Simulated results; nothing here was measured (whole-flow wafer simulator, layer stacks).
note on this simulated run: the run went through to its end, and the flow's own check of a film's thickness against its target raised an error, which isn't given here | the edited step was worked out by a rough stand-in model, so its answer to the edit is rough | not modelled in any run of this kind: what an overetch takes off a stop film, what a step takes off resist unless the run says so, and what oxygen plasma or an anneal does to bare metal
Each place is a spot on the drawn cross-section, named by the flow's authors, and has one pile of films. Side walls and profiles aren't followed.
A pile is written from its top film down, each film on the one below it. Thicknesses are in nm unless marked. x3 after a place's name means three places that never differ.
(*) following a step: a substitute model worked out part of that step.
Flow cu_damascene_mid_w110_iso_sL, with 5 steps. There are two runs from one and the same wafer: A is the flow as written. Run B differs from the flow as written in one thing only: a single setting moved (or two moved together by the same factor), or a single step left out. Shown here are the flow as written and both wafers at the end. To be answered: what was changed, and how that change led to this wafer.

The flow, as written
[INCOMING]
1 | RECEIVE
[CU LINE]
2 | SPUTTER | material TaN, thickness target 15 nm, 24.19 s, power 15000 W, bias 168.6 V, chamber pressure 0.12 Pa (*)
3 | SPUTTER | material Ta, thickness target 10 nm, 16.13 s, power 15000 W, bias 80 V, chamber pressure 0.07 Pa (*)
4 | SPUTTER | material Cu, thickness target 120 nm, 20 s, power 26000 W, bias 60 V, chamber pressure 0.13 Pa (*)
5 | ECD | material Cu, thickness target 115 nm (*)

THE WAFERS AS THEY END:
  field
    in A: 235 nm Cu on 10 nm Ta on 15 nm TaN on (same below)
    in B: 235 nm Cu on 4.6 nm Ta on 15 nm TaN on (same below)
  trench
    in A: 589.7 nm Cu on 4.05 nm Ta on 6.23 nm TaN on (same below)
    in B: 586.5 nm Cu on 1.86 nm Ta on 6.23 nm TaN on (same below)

Cause: step 3, SPUTTER: thickness target 4.6 nm was run, though the flow has thickness target 10 nm; step 3, SPUTTER: 7.388 s was run, where the flow has 16.13 s.
One can read it off the wafer: field has Ta 4.6, and step 3 as written asks for 10 nm.

The path from the change to this, step by step:
  3 | SPUTTER | material Ta, thickness target 10 nm, 16.13 s, power 15000 W, bias 80 V, chamber pressure 0.07 Pa (*)
      field: A +10 Ta (new film) | B +4.6 Ta (new film)
      trench: A +4.05 Ta (new film) | B +1.86 Ta (new film)
